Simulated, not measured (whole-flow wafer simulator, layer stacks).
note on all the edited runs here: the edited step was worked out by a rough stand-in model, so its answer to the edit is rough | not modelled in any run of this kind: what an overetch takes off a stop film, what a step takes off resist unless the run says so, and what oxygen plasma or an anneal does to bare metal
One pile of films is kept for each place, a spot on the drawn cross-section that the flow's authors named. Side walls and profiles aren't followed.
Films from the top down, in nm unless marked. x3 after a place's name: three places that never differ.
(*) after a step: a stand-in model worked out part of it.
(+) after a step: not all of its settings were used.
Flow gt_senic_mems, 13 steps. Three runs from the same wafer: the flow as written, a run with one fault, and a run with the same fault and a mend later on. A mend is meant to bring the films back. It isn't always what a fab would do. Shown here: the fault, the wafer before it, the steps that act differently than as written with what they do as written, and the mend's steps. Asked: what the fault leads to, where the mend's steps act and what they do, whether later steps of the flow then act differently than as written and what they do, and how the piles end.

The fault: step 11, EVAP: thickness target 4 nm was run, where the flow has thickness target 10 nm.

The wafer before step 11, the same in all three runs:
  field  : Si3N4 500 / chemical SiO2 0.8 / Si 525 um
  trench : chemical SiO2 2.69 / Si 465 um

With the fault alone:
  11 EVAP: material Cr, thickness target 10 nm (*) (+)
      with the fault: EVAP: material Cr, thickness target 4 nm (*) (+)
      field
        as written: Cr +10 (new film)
        with the fault: Cr +4 (new film)
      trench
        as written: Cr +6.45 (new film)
        with the fault: Cr +2.58 (new film)
  No later step of the flow acts differently than as written at any place that is followed.
  At the end the piles differ from the flow's by more than 2% or 0.5 nm, whichever is larger, at field, trench.
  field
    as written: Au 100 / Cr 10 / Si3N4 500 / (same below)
    with the fault: Au 100 / Cr 4 / Si3N4 500 / (same below)
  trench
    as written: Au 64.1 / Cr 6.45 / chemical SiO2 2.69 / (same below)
    with the fault: Au 64.1 / Cr 2.58 / chemical SiO2 2.69 / (same below)

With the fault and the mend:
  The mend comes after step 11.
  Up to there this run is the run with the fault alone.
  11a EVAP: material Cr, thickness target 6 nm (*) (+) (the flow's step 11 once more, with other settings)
      field
        Cr +6
      trench
        Cr +3.88
  No later step of the flow acts differently than as written at any place that is followed.
  At the end the piles differ from the flow's only slightly at the places that both follow, by at most 2% or 0.5 nm, whichever is larger.
